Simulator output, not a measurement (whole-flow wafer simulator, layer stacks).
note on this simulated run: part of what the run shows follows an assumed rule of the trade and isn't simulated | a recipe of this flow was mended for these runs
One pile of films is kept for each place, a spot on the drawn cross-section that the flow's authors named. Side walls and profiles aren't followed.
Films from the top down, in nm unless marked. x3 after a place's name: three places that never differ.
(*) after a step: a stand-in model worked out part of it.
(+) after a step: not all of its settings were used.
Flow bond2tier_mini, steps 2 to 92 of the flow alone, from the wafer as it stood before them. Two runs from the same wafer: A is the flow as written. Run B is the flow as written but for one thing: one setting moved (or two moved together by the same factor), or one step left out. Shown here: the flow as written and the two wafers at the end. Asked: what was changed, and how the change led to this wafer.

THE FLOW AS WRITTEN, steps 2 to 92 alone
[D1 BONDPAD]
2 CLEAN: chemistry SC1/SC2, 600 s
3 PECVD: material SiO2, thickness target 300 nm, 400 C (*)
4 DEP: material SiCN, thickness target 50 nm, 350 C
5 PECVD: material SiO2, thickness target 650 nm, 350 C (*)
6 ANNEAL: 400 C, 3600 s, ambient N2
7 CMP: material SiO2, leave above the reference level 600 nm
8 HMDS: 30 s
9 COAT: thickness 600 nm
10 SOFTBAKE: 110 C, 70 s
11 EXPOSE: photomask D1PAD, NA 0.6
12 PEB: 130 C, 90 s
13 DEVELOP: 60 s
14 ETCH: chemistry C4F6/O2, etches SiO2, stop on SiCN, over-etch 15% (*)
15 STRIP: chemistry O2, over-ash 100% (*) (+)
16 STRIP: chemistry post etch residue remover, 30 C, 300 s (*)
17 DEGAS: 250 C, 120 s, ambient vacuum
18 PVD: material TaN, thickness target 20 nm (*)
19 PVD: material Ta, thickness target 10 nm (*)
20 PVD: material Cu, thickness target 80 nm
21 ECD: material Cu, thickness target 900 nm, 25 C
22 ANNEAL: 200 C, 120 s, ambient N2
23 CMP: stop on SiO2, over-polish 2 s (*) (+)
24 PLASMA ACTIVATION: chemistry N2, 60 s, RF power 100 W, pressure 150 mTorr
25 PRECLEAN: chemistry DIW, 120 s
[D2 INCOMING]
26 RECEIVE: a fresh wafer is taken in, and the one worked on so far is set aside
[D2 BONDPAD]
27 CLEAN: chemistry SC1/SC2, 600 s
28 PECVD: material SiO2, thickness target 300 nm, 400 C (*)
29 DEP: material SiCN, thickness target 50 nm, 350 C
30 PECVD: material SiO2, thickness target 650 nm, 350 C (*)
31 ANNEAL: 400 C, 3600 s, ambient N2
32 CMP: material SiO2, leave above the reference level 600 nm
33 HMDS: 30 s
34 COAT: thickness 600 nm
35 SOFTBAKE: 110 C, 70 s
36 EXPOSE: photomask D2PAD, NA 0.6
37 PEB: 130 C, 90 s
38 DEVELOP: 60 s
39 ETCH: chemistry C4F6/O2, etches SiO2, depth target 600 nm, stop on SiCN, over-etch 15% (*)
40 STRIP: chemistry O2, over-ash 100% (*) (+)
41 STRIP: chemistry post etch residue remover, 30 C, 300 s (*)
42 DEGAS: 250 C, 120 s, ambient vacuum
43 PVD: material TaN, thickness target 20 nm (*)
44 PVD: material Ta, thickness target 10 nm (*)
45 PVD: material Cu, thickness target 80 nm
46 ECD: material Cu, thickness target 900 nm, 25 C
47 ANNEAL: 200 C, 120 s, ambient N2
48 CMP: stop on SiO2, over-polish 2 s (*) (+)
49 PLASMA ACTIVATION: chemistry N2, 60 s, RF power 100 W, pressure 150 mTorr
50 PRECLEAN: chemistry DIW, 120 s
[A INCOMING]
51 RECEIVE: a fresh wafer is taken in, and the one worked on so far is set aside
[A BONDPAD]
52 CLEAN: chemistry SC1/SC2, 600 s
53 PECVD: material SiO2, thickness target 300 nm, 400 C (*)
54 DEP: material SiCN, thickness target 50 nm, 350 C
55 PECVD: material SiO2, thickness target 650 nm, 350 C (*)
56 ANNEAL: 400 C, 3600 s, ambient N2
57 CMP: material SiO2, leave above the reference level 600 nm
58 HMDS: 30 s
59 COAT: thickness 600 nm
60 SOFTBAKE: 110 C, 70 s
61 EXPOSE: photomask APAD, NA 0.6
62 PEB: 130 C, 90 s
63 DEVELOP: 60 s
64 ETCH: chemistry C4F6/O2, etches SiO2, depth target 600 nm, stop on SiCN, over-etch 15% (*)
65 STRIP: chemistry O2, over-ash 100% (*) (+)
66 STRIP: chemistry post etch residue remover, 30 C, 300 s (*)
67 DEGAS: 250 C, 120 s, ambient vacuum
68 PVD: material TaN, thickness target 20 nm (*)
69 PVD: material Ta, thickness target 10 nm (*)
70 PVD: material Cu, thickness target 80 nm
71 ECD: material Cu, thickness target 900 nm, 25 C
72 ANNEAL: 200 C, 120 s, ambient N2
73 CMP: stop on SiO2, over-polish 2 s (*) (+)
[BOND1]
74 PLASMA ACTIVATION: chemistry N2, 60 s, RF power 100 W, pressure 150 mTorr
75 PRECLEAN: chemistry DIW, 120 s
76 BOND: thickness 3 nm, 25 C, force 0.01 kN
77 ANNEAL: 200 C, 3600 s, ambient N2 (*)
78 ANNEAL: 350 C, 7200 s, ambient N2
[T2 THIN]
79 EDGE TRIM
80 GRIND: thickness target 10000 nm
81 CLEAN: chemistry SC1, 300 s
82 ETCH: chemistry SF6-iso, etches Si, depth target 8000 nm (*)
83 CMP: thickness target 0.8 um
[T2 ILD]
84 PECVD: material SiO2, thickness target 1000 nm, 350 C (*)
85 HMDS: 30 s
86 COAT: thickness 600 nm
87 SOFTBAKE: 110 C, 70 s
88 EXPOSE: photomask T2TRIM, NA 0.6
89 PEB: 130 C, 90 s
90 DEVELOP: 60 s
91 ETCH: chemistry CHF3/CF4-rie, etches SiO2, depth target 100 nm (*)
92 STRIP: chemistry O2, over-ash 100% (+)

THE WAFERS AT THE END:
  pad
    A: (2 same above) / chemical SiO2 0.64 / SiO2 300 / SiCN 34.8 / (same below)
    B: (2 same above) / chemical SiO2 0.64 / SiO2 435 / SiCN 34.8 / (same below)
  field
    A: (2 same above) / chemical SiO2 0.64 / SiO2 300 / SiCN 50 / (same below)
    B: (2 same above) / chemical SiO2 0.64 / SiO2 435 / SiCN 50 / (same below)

The cause: step 3, PECVD: thickness target 435 nm was run, where the flow has thickness target 300 nm.
It can be read off the wafer: pad has SiO2 435, and step 3 as written asks for 300 nm.

How the change led to this, step by step:
  3 PECVD: material SiO2, thickness target 300 nm, 400 C (*)
      field, pad, via: A SiO2 +300 (new film) | B SiO2 +435 (new film)
  76 BOND: thickness 3 nm, 25 C, force 0.01 kN
      field: A Si +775 um (new film), chemical SiO2 +0.64 (new film), SiO2 +300 (new film), SiCN +50 (new film), SiO2 +600 | B Si +775 um (new film), chemical SiO2 +0.64 (new film), SiO2 +435 (new film), SiCN +50 (new film), SiO2 +600
      pad: A Si +775 um (new film), chemical SiO2 +0.64 (new film), SiO2 +300 (new film), SiCN +34.8 (new film), TaN +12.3 (new film), Ta +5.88 (new film), Cu +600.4 | B Si +775 um (new film), chemical SiO2 +0.64 (new film), SiO2 +435 (new film), SiCN +34.8 (new film), TaN +12.3 (new film), Ta +5.88 (new film), Cu +600.4
      (and at 1 more place)
